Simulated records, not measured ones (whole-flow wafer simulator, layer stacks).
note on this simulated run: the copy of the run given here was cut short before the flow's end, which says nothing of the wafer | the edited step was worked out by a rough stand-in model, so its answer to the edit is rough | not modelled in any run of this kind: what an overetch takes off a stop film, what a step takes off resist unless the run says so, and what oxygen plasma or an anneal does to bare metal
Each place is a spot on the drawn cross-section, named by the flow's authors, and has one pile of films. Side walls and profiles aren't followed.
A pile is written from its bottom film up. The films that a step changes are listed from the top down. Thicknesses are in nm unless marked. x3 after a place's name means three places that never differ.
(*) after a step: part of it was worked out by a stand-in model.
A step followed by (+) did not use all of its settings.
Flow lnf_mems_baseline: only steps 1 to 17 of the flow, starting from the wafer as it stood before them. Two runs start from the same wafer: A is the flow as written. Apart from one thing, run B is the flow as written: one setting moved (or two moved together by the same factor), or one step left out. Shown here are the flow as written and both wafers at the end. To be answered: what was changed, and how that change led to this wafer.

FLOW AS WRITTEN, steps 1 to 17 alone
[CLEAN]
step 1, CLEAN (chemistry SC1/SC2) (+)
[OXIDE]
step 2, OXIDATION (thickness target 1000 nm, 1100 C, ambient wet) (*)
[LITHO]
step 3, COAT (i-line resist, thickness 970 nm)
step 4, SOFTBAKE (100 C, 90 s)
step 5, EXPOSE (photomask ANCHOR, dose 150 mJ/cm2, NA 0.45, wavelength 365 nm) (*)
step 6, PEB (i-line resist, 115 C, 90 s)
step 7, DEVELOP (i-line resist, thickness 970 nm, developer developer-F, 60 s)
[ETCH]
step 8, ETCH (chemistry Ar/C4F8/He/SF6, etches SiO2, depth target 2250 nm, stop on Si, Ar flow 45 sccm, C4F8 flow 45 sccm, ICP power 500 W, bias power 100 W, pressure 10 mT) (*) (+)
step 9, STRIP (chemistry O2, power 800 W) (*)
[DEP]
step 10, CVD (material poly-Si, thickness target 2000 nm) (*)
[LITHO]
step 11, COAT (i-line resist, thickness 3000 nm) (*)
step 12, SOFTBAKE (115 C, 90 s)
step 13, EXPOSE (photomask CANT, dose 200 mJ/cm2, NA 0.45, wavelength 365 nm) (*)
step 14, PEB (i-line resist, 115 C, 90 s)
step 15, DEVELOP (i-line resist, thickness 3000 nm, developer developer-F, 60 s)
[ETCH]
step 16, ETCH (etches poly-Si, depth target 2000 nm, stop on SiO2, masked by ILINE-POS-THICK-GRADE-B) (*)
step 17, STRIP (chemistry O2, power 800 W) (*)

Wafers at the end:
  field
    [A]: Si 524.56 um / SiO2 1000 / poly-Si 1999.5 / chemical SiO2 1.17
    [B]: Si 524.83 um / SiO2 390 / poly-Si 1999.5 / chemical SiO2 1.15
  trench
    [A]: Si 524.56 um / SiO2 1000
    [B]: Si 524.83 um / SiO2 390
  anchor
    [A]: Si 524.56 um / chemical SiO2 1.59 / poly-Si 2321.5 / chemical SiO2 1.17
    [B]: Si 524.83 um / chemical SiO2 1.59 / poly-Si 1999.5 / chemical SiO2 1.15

Cause: step 2, OXIDATION: 935 C was run, whereas the flow has 1100 C.

Step by step, how the change led to this:
  step 2, OXIDATION (thickness target 1000 nm, 1100 C, ambient wet) (*)
      field, anchor, beam, trench, char_slit: A SiO2 gains 1000 (new film), chemical SiO2 loses 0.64 (all of it), Si loses 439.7 | B SiO2 gains 390 (new film), chemical SiO2 loses 0.64 (all of it), Si loses 171.3
  step 8, ETCH (chemistry Ar/C4F8/He/SF6, etches SiO2, depth target 2250 nm, stop on Si, Ar flow 45 sccm, C4F8 flow 45 sccm, ICP power 500 W, bias power 100 W, pressure 10 mT) (*) (+)
      field, beam, trench, char_slit: A i-line resist loses 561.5 | B i-line resist loses 256.5
      anchor: A SiO2 loses 1000 (all of it) | B SiO2 loses 390 (all of it)
  step 9, STRIP (chemistry O2, power 800 W) (*)
      field, beam, trench, char_slit: A i-line resist loses 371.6 (all of it) | B i-line resist loses 676.6 (all of it)
  step 10, CVD (material poly-Si, thickness target 2000 nm) (*)
      anchor: A poly-Si gains 2322 (new film) | B poly-Si gains 2000 (new film)
  step 11, COAT (i-line resist, thickness 3000 nm) (*)
      anchor: A i-line resist gains 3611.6 (new film) | B i-line resist gains 3333.4 (new film)
  step 12, SOFTBAKE (115 C, 90 s)
      field: A i-line resist loses 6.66 | B i-line resist loses 5.83
      anchor: A i-line resist gains 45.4 | B i-line resist gains 38
      (also at 2 further places)
  step 14, PEB (i-line resist, 115 C, 90 s)
      anchor: A i-line resist loses 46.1 | B i-line resist loses 41.1
  step 17, STRIP (chemistry O2, power 800 W) (*)
      anchor: A chemical SiO2 gains 1.17 (new film), i-line resist loses 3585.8 (all of it), poly-Si loses 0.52 | B chemical SiO2 gains 1.15 (new film), i-line resist loses 3305.3 (all of it), poly-Si loses 0.51
